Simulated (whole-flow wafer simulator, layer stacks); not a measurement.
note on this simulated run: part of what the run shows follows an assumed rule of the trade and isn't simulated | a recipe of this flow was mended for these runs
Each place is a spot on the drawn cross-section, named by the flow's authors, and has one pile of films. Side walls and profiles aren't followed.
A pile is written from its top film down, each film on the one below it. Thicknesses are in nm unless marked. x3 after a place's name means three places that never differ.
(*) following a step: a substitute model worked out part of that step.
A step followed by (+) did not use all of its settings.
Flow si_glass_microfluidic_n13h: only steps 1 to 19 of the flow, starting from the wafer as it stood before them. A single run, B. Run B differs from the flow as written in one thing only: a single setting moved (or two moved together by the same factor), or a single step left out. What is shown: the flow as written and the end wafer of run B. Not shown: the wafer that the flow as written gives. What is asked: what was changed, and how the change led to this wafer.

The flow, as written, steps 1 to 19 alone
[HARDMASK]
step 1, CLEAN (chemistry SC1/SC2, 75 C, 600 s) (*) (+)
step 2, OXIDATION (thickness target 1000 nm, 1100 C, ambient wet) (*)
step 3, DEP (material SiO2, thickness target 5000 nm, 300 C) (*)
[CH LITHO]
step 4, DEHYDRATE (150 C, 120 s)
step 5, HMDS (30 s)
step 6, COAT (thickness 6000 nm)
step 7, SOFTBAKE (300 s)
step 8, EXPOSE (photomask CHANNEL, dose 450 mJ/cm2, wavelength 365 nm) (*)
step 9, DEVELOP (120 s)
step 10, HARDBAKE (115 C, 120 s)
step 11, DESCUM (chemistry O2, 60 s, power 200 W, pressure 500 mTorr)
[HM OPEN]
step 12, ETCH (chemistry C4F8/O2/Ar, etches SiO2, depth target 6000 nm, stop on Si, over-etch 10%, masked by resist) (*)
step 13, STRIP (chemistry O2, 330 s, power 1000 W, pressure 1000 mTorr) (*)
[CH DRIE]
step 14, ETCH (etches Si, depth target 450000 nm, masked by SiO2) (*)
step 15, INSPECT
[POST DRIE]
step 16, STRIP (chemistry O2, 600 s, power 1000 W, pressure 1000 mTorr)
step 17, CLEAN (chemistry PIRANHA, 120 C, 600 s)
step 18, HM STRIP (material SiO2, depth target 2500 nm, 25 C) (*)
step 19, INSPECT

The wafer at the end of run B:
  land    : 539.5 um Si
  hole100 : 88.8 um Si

The reason: step 2, OXIDATION: thickness target 1120 nm was run, whereas the flow has thickness target 1000 nm.

Step by step, how the change led to this:
  step 2, OXIDATION (thickness target 1000 nm, 1100 C, ambient wet) (*)
      land, hole100: SiO2 gains 1120 (new film), chemical SiO2 loses 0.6 (all of it), Si loses 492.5 (as written it would have been: SiO2 gains 1000 (new film), chemical SiO2 loses 0.6 (all of it), Si loses 439.7)
  step 12, ETCH (chemistry C4F8/O2/Ar, etches SiO2, depth target 6000 nm, stop on Si, over-etch 10%, masked by resist) (*)
      hole100: SiO2 loses 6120 (all of it), Si loses 60 (as written it would have been: SiO2 loses 6000 (all of it), Si loses 75)
  step 18, HM STRIP (material SiO2, depth target 2500 nm, 25 C) (*)
      land: SiO2 loses 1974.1 (all of it) (as written it would have been: SiO2 loses 1854.4 (all of it))
